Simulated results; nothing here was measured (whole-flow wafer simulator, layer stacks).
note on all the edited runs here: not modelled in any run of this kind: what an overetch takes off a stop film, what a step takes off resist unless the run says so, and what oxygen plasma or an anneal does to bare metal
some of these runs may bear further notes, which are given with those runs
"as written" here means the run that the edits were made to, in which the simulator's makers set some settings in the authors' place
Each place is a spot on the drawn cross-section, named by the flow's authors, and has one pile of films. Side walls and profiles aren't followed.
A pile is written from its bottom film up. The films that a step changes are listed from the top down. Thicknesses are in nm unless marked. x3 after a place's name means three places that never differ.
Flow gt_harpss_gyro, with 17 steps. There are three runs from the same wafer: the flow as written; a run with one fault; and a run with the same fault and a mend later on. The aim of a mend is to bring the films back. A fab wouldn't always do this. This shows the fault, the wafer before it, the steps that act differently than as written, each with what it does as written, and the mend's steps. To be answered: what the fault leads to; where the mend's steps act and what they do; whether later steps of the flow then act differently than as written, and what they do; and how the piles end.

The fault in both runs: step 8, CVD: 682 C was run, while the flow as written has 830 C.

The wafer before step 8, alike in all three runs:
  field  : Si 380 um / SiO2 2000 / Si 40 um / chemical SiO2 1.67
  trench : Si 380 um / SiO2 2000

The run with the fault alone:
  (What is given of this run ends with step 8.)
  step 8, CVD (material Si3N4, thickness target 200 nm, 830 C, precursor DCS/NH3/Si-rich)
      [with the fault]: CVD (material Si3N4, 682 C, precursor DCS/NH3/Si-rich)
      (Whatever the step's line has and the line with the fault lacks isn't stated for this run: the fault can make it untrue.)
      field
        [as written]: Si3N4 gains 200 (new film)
        [with the fault]: Si3N4 gains 18.1 (new film)
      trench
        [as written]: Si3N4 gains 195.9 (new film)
        [with the fault]: Si3N4 gains 18.1 (new film)
  Once step 8 is done, the piles at field, trench depart from the flow's by more than 2% or 0.5 nm, whichever is larger.
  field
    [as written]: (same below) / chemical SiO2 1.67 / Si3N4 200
    [with the fault]: (same below) / chemical SiO2 1.67 / Si3N4 18.1
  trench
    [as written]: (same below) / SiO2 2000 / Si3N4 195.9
    [with the fault]: (same below) / SiO2 2000 / Si3N4 18.1

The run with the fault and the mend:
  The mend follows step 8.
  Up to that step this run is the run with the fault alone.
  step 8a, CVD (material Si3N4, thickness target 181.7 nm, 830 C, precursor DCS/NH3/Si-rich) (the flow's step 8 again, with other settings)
      field
        Si3N4 gains 181.7
      trench
        Si3N4 gains 177.9
  Every later step of the flow that is run acts as written at every place that is followed.
  When the end is reached, the piles differ only a little from the flow's at the places that both follow, at most by 2% or 0.5 nm, whichever is larger.
